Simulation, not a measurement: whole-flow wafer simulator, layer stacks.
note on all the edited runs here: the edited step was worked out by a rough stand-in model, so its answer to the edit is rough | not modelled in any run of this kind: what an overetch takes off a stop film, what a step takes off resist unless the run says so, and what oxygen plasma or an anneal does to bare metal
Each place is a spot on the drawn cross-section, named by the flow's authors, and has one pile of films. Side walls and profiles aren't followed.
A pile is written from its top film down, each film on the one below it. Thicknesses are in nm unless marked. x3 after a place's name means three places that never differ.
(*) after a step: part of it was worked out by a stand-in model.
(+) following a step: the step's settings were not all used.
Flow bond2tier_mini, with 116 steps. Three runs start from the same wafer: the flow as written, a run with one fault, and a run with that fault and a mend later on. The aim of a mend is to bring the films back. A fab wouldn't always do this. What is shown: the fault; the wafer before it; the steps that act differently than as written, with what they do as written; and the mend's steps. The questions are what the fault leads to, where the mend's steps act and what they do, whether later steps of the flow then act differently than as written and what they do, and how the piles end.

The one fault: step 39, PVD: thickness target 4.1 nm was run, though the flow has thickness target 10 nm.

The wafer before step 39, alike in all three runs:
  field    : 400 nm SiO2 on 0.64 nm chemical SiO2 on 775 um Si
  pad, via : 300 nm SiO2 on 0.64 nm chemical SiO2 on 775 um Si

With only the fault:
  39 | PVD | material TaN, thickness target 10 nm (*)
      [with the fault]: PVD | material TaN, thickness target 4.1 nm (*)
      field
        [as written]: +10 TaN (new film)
        [with the fault]: +4.1 TaN (new film)
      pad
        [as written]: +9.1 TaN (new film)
        [with the fault]: +3.73 TaN (new film)
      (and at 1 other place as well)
  Later steps of the flow acting differently than as written (2 more steps, not shown, differ only slightly: by at most 2% or 0.5 nm, whichever is larger):
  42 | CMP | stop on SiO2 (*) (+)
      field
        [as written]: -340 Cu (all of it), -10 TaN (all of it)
        [with the fault]: -340 Cu (all of it), -4.1 TaN (all of it)
  By the end, the piles at pad depart from the flow's by more than 2% or 0.5 nm, whichever is larger.
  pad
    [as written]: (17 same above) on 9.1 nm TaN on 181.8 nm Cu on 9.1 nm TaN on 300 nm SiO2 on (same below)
    [with the fault]: (17 same above) on 9.1 nm TaN on 187.2 nm Cu on 3.73 nm TaN on 300 nm SiO2 on (same below)

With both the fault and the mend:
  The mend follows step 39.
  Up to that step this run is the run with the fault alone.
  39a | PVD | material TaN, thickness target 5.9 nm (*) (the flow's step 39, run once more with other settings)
      field
        +5.9 TaN
      pad
        +5.37 TaN
      via
        +5.88 TaN
  Every later step of the flow that is run acts as written at every place that is followed.
  The piles end the same as the flow's at every place that both follow.
